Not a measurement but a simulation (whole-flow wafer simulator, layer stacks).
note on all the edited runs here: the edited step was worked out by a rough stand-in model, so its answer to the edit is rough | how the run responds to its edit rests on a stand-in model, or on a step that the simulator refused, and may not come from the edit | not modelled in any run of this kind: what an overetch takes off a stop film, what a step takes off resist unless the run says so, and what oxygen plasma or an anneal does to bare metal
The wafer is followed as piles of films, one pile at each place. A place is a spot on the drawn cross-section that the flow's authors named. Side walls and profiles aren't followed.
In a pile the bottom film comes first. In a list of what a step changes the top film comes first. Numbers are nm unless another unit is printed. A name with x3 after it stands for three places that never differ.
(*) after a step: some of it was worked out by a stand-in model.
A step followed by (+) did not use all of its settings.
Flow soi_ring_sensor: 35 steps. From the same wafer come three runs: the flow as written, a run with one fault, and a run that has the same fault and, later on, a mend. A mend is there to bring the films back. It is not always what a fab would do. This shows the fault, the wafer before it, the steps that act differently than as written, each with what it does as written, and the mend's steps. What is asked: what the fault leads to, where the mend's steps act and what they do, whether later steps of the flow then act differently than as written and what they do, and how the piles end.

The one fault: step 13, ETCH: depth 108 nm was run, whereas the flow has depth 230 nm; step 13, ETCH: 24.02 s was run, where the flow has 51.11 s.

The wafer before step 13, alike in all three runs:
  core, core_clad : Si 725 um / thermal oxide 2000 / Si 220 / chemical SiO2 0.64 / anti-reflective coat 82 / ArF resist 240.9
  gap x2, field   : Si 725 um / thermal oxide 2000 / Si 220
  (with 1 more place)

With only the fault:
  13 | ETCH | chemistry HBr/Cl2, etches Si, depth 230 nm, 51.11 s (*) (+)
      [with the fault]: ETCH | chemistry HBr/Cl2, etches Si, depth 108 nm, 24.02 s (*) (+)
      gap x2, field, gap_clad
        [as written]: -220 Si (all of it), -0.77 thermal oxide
        [with the fault]: -108 Si
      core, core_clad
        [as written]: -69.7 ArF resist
        [with the fault]: -32.8 ArF resist
  Steps further on in the flow that do not act as written (1 other step is not shown; it differs only slightly, by no more than 2% or 0.5 nm, whichever is larger):
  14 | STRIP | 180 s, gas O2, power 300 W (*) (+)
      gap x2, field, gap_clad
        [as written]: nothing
        [with the fault]: +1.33 chemical SiO2 (new film), -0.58 Si
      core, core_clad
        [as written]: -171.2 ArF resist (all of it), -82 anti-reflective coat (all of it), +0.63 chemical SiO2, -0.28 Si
        [with the fault]: -208.1 ArF resist (all of it), -82 anti-reflective coat (all of it), +0.62 chemical SiO2, -0.27 Si
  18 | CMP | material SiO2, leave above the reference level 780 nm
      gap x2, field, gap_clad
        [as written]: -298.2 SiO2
        [with the fault]: -411.8 SiO2
  The piles end different from the flow's at field by more than 2% or 0.5 nm, whichever is larger.
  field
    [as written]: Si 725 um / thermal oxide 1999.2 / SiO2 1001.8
    [with the fault]: Si 725 um / thermal oxide 2000 / Si 111.4 / chemical SiO2 1.33 / SiO2 888.2

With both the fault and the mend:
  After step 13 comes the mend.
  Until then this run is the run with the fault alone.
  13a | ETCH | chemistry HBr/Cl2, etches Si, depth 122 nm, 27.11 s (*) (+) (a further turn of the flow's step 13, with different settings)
      gap x2, field, gap_clad
        -112 Si (all of it), -0.77 thermal oxide
      core, core_clad
        -37 ArF resist
  Every later step of the flow that is run acts as written at every place that is followed.
  The piles end the same as the flow's at every place that both follow.
